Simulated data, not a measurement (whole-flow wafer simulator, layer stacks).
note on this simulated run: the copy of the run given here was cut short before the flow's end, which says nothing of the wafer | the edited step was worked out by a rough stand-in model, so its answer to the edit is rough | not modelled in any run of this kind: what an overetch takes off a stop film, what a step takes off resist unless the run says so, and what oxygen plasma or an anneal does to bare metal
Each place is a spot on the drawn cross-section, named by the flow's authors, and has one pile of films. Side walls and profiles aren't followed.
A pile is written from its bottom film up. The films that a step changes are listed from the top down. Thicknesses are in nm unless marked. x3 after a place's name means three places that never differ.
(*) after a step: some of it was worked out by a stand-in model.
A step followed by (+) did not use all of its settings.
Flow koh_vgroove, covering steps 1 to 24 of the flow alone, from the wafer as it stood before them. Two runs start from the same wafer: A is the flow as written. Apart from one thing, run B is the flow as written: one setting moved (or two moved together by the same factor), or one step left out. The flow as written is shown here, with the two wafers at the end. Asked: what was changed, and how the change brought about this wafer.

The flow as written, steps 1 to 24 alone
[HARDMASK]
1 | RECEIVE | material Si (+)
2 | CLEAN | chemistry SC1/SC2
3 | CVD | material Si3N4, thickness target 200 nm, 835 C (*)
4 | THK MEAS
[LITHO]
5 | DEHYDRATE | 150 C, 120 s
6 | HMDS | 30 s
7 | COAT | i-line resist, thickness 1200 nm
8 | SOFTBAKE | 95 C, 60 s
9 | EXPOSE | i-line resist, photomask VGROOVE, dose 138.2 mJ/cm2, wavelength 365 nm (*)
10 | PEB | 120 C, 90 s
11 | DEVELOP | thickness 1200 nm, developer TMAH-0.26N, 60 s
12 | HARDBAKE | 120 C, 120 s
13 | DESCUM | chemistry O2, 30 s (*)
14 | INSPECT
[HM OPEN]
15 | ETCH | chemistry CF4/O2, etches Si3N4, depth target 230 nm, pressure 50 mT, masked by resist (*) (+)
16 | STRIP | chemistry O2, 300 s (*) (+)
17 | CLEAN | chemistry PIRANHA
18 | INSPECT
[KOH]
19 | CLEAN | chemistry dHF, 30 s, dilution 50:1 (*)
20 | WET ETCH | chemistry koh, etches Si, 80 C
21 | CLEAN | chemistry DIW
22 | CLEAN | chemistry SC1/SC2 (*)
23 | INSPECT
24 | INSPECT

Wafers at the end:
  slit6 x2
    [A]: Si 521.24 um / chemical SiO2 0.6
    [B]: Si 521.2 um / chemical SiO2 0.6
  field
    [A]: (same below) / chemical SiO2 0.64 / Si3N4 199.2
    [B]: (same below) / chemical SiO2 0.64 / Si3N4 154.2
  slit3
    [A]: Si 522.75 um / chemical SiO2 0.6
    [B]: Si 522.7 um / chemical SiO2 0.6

What caused this: step 3, CVD: thickness target 155 nm was run, though the flow has thickness target 200 nm.

Step by step, how the change led to this:
  3 | CVD | material Si3N4, thickness target 200 nm, 835 C (*)
      field, slit3, slit2, slit6 x2: A Si3N4 gains 200 (new film) | B Si3N4 gains 155 (new film)
  15 | ETCH | chemistry CF4/O2, etches Si3N4, depth target 230 nm, pressure 50 mT, masked by resist (*) (+)
      slit3, slit2, slit6 x2: A Si3N4 loses 200 (all of it), chemical SiO2 loses 0.64 (all of it), Si loses 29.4 | B Si3N4 loses 155 (all of it), chemical SiO2 loses 0.64 (all of it), Si loses 74.4
